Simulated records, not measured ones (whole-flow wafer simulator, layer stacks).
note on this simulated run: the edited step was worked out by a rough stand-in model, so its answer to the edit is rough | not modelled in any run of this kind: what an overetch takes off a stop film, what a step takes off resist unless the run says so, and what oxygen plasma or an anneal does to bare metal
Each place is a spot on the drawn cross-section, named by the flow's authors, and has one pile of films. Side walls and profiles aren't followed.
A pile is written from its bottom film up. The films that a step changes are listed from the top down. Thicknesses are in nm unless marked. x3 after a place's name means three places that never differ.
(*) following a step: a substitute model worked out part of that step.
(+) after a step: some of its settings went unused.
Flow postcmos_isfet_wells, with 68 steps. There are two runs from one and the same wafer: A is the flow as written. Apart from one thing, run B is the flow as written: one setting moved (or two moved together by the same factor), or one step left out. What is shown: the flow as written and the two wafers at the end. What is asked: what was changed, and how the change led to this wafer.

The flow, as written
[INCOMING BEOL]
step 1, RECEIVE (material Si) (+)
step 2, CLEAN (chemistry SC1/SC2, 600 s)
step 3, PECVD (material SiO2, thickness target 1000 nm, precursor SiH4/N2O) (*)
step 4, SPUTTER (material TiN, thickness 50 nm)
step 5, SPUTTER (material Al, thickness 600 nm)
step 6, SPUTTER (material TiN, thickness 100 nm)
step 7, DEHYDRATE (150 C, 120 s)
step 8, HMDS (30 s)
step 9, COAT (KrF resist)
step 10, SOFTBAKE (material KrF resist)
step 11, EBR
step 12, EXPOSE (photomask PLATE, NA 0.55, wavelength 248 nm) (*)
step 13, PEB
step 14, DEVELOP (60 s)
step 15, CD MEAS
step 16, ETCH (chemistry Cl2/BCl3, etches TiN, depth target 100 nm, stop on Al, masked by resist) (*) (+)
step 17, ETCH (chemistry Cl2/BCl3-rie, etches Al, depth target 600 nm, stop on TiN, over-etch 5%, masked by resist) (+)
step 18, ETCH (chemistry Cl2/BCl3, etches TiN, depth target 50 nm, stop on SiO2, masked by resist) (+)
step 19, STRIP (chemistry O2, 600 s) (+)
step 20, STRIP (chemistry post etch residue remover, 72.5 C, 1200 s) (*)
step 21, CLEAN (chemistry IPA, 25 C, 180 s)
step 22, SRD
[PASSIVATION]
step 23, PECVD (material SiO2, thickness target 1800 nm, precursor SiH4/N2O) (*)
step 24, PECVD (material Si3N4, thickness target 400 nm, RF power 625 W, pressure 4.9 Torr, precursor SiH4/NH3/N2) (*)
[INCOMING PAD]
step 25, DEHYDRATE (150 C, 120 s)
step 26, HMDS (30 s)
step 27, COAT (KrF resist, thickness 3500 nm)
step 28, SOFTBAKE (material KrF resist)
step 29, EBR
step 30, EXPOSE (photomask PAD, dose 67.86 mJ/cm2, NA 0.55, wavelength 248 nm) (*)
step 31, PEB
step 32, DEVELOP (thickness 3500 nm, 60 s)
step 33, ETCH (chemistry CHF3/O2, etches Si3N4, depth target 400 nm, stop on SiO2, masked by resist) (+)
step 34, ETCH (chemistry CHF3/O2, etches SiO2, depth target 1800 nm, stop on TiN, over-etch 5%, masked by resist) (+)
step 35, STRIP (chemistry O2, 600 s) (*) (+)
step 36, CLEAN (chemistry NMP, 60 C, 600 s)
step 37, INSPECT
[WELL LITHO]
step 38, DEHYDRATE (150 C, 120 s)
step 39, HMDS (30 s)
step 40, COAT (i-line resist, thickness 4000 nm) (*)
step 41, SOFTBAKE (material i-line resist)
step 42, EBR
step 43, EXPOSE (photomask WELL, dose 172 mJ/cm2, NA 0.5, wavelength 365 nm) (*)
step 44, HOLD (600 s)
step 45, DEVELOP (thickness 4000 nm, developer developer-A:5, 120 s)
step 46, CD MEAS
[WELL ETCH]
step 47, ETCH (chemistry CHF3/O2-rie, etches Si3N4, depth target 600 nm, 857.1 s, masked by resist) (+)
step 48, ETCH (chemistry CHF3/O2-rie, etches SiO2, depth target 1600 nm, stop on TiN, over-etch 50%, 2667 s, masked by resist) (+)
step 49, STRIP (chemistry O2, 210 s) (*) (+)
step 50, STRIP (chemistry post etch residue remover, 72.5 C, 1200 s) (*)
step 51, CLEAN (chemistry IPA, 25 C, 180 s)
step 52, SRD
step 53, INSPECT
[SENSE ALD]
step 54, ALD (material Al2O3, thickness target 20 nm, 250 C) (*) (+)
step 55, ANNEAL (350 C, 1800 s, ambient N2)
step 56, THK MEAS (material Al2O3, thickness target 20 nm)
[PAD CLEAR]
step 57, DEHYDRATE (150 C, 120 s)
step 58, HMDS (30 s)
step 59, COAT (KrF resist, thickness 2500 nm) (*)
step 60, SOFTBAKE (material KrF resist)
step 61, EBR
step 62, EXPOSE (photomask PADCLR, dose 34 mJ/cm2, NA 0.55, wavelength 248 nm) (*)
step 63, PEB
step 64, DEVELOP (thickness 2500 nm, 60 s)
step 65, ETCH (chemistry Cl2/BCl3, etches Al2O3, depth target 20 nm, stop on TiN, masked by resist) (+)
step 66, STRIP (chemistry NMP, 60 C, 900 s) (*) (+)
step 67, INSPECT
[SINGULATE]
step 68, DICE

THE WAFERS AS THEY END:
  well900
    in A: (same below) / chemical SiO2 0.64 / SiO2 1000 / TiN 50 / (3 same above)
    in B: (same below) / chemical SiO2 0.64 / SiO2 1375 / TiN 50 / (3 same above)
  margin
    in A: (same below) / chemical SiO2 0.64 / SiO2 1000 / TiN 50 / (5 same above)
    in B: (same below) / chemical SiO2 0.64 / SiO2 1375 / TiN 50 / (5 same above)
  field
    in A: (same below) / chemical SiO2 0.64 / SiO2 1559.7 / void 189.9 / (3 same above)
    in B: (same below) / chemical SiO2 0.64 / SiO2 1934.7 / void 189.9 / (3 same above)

Cause: step 3, PECVD: thickness target 1375 nm was run, whereas the flow has thickness target 1000 nm.
The wafer lets one read it off: well900 has SiO2 1375, and step 3 as written asks for 1000 nm.

How this came from the change, step by step:
  step 3, PECVD (material SiO2, thickness target 1000 nm, precursor SiH4/N2O) (*)
      field, margin, well900, well1300 x3, pad_rim, pad_clr, pad_open: A +1000 SiO2 (new film) | B +1375 SiO2 (new film)
